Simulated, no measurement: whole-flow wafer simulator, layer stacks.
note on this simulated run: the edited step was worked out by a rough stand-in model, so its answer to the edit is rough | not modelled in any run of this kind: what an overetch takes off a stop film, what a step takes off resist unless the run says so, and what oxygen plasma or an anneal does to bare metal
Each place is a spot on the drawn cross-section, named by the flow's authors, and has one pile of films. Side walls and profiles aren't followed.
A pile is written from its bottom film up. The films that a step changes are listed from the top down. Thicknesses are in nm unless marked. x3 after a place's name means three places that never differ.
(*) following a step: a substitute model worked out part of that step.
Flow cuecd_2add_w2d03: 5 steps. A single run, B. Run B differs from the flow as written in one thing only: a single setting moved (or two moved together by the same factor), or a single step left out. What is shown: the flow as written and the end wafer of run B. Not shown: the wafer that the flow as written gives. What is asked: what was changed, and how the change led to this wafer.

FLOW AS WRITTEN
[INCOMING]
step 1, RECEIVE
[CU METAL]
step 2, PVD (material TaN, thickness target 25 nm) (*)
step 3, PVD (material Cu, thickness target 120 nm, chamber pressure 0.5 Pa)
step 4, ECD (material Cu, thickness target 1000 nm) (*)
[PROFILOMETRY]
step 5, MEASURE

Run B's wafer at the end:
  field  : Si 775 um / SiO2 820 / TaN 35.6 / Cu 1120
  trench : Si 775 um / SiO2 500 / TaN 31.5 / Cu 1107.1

What caused this: step 2, PVD: thickness target 35.6 nm was run, though the flow has thickness target 25 nm.
The wafer lets one read it off: field has TaN 35.6, and step 2 as written asks for 25 nm.

Step by step, how the change led to this:
  step 2, PVD (material TaN, thickness target 25 nm) (*)
      field: TaN gains 35.6 (new film) (it would be, as written: TaN gains 25 (new film))
      trench: TaN gains 31.5 (new film) (it would be, as written: TaN gains 22.1 (new film))
